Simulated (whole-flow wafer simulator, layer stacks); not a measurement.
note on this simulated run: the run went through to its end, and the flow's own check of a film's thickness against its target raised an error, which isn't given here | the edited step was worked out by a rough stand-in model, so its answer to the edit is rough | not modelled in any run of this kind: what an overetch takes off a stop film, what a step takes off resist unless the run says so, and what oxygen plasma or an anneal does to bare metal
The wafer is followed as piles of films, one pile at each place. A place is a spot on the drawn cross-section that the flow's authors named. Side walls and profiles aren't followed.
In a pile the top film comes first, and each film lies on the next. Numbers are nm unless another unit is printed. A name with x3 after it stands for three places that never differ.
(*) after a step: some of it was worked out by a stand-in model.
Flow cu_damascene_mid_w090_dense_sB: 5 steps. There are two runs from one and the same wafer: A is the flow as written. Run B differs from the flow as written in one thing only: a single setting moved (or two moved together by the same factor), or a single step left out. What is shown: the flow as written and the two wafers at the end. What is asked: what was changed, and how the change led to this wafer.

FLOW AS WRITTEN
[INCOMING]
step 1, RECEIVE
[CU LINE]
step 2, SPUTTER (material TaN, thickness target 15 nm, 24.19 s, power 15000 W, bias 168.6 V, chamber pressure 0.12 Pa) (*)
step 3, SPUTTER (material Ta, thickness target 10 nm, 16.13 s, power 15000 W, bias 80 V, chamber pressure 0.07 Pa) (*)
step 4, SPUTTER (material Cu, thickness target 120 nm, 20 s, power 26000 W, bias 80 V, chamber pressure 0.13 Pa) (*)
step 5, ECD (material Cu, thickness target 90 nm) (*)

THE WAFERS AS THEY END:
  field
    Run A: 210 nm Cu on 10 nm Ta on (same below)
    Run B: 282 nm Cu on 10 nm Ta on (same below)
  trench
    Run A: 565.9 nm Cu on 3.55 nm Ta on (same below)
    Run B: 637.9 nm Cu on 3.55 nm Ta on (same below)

The reason: step 4, SPUTTER: thickness target 192 nm was run, though the flow has thickness target 120 nm; step 4, SPUTTER: 32 s was run, where the flow has 20 s.

The path from the change to this, step by step:
  step 4, SPUTTER (material Cu, thickness target 120 nm, 20 s, power 26000 W, bias 80 V, chamber pressure 0.13 Pa) (*)
      field: A +120 Cu (new film) | B +192 Cu (new film)
      trench: A +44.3 Cu (new film) | B +70.9 Cu (new film)
  step 5, ECD (material Cu, thickness target 90 nm) (*)
      trench: A +521.6 Cu | B +567 Cu
